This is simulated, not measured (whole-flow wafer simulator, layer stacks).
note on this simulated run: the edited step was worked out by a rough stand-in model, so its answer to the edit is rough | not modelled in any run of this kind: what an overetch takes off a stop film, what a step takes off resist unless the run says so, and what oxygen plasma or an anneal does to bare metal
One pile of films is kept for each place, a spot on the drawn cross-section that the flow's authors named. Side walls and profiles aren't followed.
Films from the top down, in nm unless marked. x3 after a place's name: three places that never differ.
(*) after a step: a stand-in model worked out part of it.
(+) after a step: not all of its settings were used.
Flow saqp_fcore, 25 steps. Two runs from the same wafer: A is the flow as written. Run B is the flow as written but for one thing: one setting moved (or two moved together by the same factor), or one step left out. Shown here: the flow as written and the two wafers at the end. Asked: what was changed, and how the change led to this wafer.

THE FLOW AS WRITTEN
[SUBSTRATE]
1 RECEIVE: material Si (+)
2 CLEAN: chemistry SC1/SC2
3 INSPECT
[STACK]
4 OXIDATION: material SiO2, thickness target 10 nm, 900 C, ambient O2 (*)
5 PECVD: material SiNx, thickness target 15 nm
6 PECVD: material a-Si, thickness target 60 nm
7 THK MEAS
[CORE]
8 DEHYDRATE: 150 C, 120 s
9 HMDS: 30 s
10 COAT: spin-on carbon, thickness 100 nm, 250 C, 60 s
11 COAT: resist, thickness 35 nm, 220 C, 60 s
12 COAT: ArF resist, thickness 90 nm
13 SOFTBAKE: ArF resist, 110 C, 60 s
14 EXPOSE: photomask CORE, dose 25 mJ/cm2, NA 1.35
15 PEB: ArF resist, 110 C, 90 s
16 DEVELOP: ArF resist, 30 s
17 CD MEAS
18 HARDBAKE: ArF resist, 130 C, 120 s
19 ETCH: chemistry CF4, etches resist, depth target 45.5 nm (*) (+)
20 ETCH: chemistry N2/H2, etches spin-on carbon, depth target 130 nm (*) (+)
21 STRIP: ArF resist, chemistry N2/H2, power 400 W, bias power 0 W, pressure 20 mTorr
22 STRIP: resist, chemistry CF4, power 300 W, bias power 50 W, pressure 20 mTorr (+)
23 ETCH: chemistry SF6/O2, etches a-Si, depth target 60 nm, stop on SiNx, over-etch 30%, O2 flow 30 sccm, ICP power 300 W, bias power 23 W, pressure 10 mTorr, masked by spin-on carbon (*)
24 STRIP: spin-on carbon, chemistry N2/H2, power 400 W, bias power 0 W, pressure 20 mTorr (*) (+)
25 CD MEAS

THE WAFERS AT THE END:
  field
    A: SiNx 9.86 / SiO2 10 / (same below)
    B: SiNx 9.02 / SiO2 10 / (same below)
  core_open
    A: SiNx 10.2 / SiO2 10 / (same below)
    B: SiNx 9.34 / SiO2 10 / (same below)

The cause: step 23, ETCH: over-etch 41.2% was run, where the flow has over-etch 30%.

How the change led to this, step by step:
  23 ETCH: chemistry SF6/O2, etches a-Si, depth target 60 nm, stop on SiNx, over-etch 30%, O2 flow 30 sccm, ICP power 300 W, bias power 23 W, pressure 10 mTorr, masked by spin-on carbon (*)
      field: A a-Si -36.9 (all of it), SiNx -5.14 | B a-Si -36.9 (all of it), SiNx -5.98
      core_open: A a-Si -39.4 (all of it), SiNx -4.82 | B a-Si -39.4 (all of it), SiNx -5.66
      (and at 1 more place)
